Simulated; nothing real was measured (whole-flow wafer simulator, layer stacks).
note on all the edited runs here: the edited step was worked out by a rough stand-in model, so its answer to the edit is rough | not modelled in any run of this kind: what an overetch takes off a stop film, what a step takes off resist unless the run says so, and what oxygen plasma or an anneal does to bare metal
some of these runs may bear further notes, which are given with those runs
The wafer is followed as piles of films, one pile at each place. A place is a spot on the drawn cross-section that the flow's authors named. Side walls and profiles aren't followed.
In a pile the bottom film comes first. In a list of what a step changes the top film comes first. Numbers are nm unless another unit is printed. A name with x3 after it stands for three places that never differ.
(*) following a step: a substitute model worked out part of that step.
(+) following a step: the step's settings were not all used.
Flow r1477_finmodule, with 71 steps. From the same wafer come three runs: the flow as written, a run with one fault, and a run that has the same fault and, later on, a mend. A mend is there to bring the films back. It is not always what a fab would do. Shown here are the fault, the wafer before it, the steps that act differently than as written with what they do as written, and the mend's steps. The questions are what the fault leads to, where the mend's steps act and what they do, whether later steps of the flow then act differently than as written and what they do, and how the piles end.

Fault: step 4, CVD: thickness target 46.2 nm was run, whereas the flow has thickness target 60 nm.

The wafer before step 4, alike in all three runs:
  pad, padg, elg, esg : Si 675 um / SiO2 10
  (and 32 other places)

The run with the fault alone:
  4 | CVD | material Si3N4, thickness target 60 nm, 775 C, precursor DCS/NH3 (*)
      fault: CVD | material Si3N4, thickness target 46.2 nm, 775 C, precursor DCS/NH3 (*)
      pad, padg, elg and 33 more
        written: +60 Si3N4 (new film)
        fault: +46.2 Si3N4 (new film)
  Steps later in the flow that act otherwise than as written (6 other steps are not shown; they differ only slightly, by no more than 2% or 0.5 nm, whichever is larger):
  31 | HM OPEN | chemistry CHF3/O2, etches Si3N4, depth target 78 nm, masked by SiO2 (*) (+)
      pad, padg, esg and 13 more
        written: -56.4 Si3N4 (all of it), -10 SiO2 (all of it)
        fault: -42.6 Si3N4 (all of it), -10 SiO2 (all of it)
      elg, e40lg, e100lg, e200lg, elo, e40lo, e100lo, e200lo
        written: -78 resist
        fault: -63.9 resist
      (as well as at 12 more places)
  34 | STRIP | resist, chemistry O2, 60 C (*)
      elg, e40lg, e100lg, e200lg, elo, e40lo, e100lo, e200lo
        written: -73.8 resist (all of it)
        fault: -87.9 resist (all of it)
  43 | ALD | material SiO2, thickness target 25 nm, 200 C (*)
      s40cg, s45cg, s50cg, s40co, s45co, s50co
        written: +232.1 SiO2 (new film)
        fault: +225.3 SiO2 (new film)
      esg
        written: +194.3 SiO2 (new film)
        fault: +180.4 SiO2 (new film)
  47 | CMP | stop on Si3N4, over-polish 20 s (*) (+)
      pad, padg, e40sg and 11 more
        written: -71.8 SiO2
        fault: -85.6 SiO2
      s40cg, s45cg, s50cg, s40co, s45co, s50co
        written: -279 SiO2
        fault: -286.1 SiO2
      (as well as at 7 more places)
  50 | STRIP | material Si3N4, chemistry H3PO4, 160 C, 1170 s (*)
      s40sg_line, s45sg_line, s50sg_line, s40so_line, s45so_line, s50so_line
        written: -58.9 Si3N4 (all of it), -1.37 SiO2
        fault: -45.1 Si3N4 (all of it), -1.8 SiO2
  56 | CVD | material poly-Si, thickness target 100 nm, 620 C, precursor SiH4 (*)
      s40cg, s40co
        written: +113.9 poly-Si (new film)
        fault: +129.7 poly-Si (new film)
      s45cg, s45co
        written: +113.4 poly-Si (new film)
        fault: +129.7 poly-Si (new film)
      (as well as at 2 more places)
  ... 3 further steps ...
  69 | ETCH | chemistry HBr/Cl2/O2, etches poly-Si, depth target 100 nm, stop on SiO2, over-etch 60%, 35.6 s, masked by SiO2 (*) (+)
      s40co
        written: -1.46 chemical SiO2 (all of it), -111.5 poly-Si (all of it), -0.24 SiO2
        fault: -1.46 chemical SiO2 (all of it), -127.3 poly-Si (all of it), -0.16 SiO2
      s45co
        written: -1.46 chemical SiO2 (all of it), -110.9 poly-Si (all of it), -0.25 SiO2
        fault: -1.46 chemical SiO2 (all of it), -127.3 poly-Si (all of it), -0.16 SiO2
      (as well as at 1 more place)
  At pad, padg, elg and 27 more, the piles at the end differ from the flow's by more than 2% or 0.5 nm, whichever is larger.
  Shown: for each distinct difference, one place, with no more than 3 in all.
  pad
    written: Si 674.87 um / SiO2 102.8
    fault: Si 674.87 um / SiO2 89
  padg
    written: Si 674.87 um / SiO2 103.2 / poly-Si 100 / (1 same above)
    fault: Si 674.87 um / SiO2 89.4 / poly-Si 100 / (1 same above)
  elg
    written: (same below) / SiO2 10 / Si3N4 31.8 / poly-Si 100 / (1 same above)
    fault: (same below) / SiO2 10 / Si3N4 18 / poly-Si 100 / (1 same above)

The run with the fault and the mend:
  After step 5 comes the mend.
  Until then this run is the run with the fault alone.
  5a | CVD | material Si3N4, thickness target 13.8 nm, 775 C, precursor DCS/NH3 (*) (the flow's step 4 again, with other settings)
      pad, padg, elg and 33 more
        +13.8 Si3N4
  Later steps of the flow that are run all act as written at every place that is followed.
  At every place that both follow, the piles at the end match the flow's.
